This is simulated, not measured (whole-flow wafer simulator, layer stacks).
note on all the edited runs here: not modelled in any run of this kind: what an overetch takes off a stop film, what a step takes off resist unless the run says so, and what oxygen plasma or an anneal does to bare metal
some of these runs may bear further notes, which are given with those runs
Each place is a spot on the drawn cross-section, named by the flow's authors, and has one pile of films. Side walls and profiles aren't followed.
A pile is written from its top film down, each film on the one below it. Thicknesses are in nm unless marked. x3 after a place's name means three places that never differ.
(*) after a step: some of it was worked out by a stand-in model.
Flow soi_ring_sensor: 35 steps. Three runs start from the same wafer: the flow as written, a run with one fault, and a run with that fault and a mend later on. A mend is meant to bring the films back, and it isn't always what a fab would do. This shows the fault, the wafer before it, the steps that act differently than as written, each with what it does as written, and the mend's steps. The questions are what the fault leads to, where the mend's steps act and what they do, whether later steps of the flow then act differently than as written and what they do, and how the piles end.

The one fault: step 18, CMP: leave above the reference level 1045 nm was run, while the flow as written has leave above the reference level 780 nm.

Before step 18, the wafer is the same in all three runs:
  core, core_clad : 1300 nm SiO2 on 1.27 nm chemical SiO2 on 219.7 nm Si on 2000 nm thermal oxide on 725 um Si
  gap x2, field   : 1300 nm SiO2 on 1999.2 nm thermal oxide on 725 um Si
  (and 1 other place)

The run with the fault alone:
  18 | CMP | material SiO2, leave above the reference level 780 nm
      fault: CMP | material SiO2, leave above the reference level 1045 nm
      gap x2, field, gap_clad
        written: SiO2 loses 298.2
        fault: SiO2 loses 33.2
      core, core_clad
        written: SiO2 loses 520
        fault: SiO2 loses 255
  Steps further on in the flow that do not act as written:
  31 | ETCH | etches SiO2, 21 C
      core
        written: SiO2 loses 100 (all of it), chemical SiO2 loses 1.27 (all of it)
        fault: SiO2 loses 365 (all of it), chemical SiO2 loses 1.27 (all of it)
  The piles end different from the flow's at field, core_clad by more than 2% or 0.5 nm, whichever is larger.
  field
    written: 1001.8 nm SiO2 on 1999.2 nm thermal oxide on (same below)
    fault: 1266.8 nm SiO2 on 1999.2 nm thermal oxide on (same below)
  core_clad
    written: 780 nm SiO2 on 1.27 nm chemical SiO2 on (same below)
    fault: 1045 nm SiO2 on 1.27 nm chemical SiO2 on (same below)

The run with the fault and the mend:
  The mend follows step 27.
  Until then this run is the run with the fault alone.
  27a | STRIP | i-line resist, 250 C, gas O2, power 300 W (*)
      field, core_clad, gap_clad
        i-line resist loses 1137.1 (all of it)
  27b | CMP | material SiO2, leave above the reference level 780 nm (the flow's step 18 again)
      core, gap x2, field, core_clad, gap_clad
        SiO2 loses 265
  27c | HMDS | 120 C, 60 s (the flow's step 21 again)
      alters no film at any place that is followed
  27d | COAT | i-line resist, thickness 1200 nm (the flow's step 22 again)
      core, gap x2, field, core_clad, gap_clad
        i-line resist gains 1200 (new film)
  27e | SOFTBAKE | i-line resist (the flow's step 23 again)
      alters no film at any place that is followed
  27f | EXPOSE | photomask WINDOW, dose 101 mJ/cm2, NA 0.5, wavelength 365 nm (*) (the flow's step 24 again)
      alters no film at any place that is followed
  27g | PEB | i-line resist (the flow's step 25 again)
      core, gap x2, field, core_clad, gap_clad
        i-line resist loses 62.8
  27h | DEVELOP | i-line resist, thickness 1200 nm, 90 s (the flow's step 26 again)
      core, gap x2
        i-line resist loses 1137.2 (all of it)
      field, core_clad, gap_clad
        i-line resist loses 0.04
  Later steps of the flow that are run all act as written at every place that is followed.
  At every place that both follow, the piles at the end match the flow's.
